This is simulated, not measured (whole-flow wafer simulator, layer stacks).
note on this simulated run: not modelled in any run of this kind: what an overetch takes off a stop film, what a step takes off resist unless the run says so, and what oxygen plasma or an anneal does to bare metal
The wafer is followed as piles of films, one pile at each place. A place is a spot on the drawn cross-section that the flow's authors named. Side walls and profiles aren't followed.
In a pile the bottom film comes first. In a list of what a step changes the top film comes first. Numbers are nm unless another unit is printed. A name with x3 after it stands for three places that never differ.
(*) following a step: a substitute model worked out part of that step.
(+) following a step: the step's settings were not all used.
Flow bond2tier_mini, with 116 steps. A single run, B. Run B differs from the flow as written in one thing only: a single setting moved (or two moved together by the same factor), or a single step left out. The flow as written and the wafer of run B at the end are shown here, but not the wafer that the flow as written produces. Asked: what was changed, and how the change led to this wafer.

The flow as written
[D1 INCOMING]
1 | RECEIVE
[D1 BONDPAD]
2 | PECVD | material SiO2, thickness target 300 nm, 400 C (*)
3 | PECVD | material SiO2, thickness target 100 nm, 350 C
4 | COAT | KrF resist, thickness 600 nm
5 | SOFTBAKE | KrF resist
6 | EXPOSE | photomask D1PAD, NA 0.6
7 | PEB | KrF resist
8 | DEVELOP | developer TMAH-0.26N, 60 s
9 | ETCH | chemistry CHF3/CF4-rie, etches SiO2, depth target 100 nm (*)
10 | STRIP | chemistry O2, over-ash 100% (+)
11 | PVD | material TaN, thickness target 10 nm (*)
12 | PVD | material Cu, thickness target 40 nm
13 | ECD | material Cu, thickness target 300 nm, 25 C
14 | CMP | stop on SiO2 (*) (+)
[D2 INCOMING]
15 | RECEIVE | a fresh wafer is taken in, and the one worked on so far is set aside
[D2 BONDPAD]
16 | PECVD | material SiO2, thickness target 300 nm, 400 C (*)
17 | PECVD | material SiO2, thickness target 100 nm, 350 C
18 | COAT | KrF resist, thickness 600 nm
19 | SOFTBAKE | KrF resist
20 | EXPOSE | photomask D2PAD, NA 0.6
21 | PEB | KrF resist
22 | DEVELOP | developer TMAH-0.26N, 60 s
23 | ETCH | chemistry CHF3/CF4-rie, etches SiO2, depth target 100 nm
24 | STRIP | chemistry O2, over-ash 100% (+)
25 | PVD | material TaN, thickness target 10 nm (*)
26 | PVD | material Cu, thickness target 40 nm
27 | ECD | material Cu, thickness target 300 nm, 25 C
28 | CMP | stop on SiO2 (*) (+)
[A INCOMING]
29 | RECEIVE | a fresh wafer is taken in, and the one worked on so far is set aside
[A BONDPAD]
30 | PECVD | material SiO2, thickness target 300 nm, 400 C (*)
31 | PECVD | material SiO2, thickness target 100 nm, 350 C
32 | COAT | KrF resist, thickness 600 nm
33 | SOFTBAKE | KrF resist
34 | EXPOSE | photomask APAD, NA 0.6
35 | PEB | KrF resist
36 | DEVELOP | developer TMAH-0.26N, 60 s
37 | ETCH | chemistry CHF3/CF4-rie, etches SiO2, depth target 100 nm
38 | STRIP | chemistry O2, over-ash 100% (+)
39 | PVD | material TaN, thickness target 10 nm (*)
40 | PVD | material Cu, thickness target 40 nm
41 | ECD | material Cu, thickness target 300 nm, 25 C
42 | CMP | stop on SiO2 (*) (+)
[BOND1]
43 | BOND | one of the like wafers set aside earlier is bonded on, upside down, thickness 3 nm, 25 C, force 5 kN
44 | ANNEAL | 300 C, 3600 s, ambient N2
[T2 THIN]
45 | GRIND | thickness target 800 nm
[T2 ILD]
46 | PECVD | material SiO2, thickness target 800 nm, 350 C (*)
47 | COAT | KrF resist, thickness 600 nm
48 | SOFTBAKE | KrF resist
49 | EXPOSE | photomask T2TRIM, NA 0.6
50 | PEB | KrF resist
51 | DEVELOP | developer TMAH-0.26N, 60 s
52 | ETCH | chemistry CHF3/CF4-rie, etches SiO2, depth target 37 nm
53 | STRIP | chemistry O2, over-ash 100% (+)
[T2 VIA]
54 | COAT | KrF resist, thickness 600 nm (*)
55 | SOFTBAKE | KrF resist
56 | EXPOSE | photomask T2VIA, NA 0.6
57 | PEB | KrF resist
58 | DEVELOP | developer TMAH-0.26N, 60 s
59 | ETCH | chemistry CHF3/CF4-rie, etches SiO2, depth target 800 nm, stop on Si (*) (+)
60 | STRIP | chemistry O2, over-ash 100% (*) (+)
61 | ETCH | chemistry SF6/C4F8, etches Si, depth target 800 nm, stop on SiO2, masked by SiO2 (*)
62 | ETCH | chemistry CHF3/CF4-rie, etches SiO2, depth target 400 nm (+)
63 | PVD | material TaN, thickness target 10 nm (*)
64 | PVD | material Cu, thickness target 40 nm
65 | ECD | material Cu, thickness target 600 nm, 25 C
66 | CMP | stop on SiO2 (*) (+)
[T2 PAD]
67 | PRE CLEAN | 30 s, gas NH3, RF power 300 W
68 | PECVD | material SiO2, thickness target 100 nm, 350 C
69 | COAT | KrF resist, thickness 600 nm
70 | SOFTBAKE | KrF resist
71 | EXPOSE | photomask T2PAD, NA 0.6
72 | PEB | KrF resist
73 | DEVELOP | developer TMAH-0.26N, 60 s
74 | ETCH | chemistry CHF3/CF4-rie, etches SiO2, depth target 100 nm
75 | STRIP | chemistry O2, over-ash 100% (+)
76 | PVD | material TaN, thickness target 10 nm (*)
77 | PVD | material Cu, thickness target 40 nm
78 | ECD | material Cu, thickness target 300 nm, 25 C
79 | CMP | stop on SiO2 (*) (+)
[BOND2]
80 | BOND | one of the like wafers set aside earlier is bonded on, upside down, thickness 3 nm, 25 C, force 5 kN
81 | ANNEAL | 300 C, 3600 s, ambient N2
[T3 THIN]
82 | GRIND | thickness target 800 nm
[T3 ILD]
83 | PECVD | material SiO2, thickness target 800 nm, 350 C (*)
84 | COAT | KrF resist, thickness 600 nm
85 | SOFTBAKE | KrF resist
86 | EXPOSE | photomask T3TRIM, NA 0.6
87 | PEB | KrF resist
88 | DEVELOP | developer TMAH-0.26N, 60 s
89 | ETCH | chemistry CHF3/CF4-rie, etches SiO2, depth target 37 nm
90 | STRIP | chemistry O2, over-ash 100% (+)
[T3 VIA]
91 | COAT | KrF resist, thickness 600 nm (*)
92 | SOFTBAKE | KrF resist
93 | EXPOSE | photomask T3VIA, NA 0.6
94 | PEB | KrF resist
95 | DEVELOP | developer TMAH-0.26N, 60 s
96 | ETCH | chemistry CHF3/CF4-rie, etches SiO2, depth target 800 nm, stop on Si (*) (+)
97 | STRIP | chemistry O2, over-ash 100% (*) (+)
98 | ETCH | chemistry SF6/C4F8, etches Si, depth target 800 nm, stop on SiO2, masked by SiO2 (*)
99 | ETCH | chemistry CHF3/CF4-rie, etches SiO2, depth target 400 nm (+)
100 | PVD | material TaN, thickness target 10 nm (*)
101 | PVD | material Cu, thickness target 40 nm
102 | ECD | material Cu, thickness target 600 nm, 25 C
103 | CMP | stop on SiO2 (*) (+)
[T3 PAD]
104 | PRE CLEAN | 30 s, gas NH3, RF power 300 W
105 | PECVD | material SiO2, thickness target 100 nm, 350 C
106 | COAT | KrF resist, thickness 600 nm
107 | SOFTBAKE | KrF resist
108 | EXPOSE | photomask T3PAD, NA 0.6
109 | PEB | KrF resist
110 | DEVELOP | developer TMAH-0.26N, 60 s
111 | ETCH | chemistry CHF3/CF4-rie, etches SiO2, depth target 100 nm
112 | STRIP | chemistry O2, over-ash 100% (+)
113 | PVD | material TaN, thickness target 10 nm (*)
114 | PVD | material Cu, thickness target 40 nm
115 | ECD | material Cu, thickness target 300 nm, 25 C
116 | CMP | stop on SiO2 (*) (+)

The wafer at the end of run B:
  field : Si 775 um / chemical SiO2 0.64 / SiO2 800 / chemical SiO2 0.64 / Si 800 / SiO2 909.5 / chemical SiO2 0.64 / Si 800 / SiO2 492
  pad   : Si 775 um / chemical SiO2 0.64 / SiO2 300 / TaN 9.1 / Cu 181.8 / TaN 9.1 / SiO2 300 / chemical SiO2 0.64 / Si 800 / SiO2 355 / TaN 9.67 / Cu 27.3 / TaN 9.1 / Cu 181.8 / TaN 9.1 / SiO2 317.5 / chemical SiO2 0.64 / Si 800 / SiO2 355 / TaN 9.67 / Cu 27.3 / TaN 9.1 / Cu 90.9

What caused this: step 17, PECVD: thickness target 117.5 nm was run, though the flow has thickness target 100 nm.

How this came from the change, step by step:
  17 | PECVD | material SiO2, thickness target 100 nm, 350 C
      field, pad, via: SiO2 gains 117.5 (it would be, as written: SiO2 gains 100)
  80 | BOND | one of the like wafers set aside earlier is bonded on, upside down, thickness 3 nm, 25 C, force 5 kN
      field: Si gains 775 um (new film), chemical SiO2 gains 0.64 (new film), SiO2 gains 417.5 (it would be, as written: Si gains 775 um (new film), chemical SiO2 gains 0.64 (new film), SiO2 gains 400)
      pad: Si gains 775 um (new film), chemical SiO2 gains 0.64 (new film), SiO2 gains 317.5 (new film), TaN gains 9.1 (new film), Cu gains 90.9 (it would be, as written: Si gains 775 um (new film), chemical SiO2 gains 0.64 (new film), SiO2 gains 300 (new film), TaN gains 9.1 (new film), Cu gains 90.9)
